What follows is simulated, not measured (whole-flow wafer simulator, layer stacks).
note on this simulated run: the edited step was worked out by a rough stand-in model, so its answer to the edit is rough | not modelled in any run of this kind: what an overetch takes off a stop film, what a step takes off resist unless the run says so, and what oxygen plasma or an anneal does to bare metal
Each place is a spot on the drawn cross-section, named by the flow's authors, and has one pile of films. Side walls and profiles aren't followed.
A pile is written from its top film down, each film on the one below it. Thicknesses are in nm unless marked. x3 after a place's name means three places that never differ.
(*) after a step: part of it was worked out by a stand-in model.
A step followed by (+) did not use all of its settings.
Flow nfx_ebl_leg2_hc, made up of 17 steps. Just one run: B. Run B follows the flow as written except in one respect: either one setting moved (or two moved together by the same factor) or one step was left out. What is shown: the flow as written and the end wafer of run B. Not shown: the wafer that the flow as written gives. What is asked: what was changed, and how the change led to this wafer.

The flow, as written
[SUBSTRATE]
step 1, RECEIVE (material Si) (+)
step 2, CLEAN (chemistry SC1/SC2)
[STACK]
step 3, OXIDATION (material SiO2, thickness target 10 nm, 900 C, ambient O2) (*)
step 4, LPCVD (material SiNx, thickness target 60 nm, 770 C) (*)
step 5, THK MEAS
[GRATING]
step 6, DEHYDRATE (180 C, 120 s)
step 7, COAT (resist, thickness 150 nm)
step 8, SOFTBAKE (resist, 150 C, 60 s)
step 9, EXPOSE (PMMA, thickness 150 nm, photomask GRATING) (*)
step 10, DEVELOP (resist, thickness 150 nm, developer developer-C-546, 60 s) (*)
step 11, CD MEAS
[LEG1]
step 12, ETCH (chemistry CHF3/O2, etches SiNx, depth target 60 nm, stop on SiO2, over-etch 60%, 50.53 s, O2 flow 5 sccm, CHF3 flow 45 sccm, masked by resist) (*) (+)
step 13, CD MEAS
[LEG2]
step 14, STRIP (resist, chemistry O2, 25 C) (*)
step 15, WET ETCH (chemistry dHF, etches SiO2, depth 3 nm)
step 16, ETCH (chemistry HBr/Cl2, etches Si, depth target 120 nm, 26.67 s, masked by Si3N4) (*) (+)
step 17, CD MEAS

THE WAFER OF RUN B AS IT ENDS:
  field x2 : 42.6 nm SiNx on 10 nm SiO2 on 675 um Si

Cause: step 4, LPCVD: thickness target 54 nm was run, though the flow has thickness target 60 nm.

Step by step, how the change led to this:
  step 4, LPCVD (material SiNx, thickness target 60 nm, 770 C) (*)
      field x2, pad x2: +54 SiNx (new film) (it would be, as written: +60 SiNx (new film))
  step 12, ETCH (chemistry CHF3/O2, etches SiNx, depth target 60 nm, stop on SiO2, over-etch 60%, 50.53 s, O2 flow 5 sccm, CHF3 flow 45 sccm, masked by resist) (*) (+)
      pad x2: -54 SiNx (all of it), -10 SiO2 (all of it) (it would be, as written: -60 SiNx (all of it), -10 SiO2 (all of it))
